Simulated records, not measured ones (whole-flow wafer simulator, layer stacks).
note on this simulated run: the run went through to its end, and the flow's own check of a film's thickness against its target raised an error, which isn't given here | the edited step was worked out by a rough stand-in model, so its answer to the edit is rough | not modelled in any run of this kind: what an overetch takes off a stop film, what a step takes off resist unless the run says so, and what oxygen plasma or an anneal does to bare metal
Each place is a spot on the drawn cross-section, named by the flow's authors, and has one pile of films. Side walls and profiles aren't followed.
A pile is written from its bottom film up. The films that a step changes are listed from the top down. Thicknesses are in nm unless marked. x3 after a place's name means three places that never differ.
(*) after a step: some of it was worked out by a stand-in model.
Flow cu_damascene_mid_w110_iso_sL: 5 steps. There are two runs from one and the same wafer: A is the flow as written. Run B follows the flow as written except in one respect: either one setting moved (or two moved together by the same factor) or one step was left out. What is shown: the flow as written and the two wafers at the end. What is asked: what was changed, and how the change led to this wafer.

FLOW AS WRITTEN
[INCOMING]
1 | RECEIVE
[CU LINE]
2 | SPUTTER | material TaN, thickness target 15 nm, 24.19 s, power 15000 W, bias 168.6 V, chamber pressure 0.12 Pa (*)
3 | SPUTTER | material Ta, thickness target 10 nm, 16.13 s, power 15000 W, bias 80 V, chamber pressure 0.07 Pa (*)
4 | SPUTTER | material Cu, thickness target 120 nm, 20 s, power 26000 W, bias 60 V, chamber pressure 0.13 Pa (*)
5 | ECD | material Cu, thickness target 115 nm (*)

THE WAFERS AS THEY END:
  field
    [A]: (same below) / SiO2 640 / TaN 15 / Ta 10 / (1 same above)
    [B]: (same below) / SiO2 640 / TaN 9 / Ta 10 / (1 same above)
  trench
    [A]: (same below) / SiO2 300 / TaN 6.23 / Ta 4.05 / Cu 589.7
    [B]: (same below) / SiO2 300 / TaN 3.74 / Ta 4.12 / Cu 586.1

The reason: step 2, SPUTTER: thickness target 9 nm was run, though the flow has thickness target 15 nm.
One can read it off the wafer: field has TaN 9, and step 2 as written asks for 15 nm.

Step by step, how the change led to this:
  2 | SPUTTER | material TaN, thickness target 15 nm, 24.19 s, power 15000 W, bias 168.6 V, chamber pressure 0.12 Pa (*)
      field: A TaN gains 15 (new film) | B TaN gains 9 (new film)
      trench: A TaN gains 6.23 (new film) | B TaN gains 3.74 (new film)
